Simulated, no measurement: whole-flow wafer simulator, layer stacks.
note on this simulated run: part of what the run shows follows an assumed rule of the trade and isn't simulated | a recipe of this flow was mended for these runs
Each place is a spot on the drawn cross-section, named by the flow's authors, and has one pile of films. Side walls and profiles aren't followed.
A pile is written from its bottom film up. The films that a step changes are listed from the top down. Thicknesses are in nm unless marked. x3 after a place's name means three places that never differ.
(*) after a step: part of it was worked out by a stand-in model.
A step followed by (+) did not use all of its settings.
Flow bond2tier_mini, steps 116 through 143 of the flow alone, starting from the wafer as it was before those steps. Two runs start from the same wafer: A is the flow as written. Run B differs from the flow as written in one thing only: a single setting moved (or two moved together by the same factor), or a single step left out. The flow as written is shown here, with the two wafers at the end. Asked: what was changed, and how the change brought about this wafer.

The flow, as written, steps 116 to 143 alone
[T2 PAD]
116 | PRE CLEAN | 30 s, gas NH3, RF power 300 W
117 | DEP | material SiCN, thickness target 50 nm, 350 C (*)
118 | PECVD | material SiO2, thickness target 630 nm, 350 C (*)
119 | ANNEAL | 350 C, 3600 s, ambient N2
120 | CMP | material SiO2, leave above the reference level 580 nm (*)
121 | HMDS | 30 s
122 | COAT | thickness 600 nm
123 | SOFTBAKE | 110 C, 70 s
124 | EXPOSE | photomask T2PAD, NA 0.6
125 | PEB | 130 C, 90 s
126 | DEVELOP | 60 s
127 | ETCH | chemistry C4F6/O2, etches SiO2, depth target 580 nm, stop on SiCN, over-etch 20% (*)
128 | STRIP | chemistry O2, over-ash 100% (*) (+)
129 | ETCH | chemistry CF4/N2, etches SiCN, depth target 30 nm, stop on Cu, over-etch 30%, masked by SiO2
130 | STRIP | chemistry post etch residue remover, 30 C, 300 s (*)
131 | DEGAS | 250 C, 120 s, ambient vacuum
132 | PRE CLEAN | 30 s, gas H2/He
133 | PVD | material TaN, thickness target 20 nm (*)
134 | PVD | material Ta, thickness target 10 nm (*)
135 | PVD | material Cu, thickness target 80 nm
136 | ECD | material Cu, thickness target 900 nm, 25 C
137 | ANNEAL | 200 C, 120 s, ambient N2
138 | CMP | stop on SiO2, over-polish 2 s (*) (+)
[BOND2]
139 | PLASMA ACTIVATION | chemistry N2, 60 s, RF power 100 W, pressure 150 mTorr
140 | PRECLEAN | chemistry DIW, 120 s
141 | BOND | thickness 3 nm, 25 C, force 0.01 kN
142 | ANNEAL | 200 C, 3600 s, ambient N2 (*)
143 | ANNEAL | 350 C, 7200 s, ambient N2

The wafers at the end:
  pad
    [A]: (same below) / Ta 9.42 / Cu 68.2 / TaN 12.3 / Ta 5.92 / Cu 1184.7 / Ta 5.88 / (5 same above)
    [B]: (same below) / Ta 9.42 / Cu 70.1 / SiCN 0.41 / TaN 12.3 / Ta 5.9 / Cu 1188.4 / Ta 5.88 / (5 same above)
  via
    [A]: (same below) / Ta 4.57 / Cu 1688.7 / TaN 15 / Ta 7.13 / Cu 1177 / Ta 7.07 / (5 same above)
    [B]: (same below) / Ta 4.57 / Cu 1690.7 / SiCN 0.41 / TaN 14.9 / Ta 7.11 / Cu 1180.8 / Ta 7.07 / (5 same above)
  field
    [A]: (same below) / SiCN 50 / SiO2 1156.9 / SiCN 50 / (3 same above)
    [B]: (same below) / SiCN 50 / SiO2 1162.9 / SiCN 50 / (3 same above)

What caused this: step 129, ETCH: depth target 23.1 nm was run, while the flow as written has depth target 30 nm.

The path from the change to this, step by step:
  129 | ETCH | chemistry CF4/N2, etches SiCN, depth target 30 nm, stop on Cu, over-etch 30%, masked by SiO2
      pad, via: A -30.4 SiCN (all of it), -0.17 Cu | B -30 SiCN
      field: A -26 SiO2 | B -20 SiO2
  130 | STRIP | chemistry post etch residue remover, 30 C, 300 s (*)
      pad, via: A -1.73 Cu | B nothing
If metal films that touch count as one body, pad has 3 bodies (between them, from the top down: SiCN 0.41; SiO2 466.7 / Si 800 / chemical SiO2 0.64 / SiO2 300 / SiCN 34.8); the flow as written gives 2 bodies (between them, from the top down: SiO2 466.7 / Si 800 / chemical SiO2 0.64 / SiO2 300 / SiCN 34.8).
If metal films that touch count as one body, via has 2 bodies (between them, from the top down: SiCN 0.41); the flow as written gives 1 body.
